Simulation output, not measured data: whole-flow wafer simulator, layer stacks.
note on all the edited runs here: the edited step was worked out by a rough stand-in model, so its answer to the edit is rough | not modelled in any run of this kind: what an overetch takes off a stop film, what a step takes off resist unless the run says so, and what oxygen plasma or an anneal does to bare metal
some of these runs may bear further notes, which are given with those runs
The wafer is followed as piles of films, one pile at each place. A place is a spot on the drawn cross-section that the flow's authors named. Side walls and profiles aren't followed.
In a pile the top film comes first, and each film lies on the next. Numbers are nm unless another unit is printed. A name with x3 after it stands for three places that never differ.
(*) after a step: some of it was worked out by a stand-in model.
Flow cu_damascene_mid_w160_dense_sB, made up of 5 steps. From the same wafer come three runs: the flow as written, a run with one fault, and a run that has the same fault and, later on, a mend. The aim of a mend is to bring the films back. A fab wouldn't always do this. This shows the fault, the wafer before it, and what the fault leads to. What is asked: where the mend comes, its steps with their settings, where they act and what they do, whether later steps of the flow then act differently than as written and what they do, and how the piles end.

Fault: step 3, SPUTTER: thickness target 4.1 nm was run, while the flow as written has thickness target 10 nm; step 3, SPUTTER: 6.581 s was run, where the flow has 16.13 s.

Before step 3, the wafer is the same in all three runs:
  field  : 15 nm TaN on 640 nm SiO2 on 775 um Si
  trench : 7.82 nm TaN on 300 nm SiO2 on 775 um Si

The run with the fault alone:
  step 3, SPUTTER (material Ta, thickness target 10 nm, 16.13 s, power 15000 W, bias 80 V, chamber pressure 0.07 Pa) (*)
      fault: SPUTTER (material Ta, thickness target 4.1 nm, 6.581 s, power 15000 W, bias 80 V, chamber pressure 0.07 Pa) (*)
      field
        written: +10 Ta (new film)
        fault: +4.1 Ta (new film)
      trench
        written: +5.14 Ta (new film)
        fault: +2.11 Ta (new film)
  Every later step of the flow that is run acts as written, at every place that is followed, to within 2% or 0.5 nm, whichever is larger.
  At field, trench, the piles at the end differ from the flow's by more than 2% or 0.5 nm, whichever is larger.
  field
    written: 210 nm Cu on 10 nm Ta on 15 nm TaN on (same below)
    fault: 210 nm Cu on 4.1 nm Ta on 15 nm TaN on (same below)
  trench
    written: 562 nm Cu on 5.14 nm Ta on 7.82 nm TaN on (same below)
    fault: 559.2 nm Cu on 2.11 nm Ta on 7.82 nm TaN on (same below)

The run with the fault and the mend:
  The mend stands after step 3.
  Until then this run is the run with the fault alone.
  step 3a, SPUTTER (material Ta, thickness target 5.9 nm, 9.549 s, power 15000 W, bias 80 V, chamber pressure 0.07 Pa) (*) (the flow's step 3 again, with other settings)
      field
        +5.9 Ta
      trench
        +3 Ta
  Every later step of the flow that is run acts as written, at every place that is followed, to within 2% or 0.5 nm, whichever is larger.
  When the end is reached, the piles differ only a little from the flow's at the places that both follow, at most by 2% or 0.5 nm, whichever is larger.
